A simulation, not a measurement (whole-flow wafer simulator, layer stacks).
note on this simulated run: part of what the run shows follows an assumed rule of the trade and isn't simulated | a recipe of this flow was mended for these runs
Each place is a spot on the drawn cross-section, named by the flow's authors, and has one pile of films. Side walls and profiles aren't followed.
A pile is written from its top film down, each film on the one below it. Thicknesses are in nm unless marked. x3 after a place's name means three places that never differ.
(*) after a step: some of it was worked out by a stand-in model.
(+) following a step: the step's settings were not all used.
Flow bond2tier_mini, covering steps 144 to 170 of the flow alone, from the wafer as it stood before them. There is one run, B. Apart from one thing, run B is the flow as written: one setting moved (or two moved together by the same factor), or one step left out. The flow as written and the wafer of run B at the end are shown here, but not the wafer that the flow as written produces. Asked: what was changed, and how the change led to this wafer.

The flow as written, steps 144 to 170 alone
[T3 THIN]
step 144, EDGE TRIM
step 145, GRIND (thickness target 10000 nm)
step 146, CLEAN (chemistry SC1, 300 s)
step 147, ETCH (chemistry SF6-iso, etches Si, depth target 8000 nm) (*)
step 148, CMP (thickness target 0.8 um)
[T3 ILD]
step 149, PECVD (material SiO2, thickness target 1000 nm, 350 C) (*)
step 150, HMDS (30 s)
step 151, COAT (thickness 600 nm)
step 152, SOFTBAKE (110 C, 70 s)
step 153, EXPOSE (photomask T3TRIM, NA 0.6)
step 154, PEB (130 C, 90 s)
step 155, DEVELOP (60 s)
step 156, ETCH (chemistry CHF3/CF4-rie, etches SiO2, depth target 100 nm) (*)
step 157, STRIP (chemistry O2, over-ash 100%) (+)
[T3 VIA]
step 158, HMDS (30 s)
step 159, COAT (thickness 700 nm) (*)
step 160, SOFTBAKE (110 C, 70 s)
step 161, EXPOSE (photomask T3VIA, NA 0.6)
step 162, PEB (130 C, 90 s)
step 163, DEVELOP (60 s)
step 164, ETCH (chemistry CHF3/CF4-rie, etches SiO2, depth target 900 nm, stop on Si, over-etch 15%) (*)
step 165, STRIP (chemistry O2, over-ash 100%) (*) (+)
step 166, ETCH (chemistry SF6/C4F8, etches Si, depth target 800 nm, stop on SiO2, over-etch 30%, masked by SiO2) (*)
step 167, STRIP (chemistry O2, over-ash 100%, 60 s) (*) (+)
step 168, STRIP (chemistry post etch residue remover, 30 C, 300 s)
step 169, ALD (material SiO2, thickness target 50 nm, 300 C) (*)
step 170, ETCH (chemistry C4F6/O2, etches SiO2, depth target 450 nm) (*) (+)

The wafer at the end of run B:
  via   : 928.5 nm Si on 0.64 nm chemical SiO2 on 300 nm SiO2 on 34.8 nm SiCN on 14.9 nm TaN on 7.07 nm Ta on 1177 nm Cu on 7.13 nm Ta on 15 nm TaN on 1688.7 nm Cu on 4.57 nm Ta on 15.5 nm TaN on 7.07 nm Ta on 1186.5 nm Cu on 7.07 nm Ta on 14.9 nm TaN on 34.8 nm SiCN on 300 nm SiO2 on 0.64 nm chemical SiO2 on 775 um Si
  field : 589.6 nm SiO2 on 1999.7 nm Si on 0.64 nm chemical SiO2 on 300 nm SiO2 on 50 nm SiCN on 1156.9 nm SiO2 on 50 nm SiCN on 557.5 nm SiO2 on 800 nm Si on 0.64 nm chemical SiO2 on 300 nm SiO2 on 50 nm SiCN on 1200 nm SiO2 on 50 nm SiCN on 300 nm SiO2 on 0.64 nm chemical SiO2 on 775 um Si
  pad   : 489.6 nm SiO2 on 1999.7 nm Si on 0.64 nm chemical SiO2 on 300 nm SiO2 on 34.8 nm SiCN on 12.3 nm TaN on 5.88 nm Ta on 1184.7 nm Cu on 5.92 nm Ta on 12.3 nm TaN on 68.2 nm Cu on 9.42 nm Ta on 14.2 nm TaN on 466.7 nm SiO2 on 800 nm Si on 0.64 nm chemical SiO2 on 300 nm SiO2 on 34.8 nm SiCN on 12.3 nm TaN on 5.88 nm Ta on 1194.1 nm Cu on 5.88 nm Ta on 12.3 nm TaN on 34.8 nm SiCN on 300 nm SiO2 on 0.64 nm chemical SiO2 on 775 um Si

Cause: step 148, CMP: thickness target 0.8 um, was skipped.

Step by step, how the change led to this:
  step 166, ETCH (chemistry SF6/C4F8, etches Si, depth target 800 nm, stop on SiO2, over-etch 30%, masked by SiO2) (*)
      via: -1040 Si (it would be, as written: -788.8 Si (all of it), -0.64 chemical SiO2 (all of it), -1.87 SiO2)
  step 169, ALD (material SiO2, thickness target 50 nm, 300 C) (*)
      via: +50 SiO2 (new film) (it would be, as written: +50 SiO2)
  step 170, ETCH (chemistry C4F6/O2, etches SiO2, depth target 450 nm) (*) (+)
      via: -50 SiO2 (all of it), -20 Si (it would be, as written: -348.1 SiO2 (all of it), -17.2 SiCN)
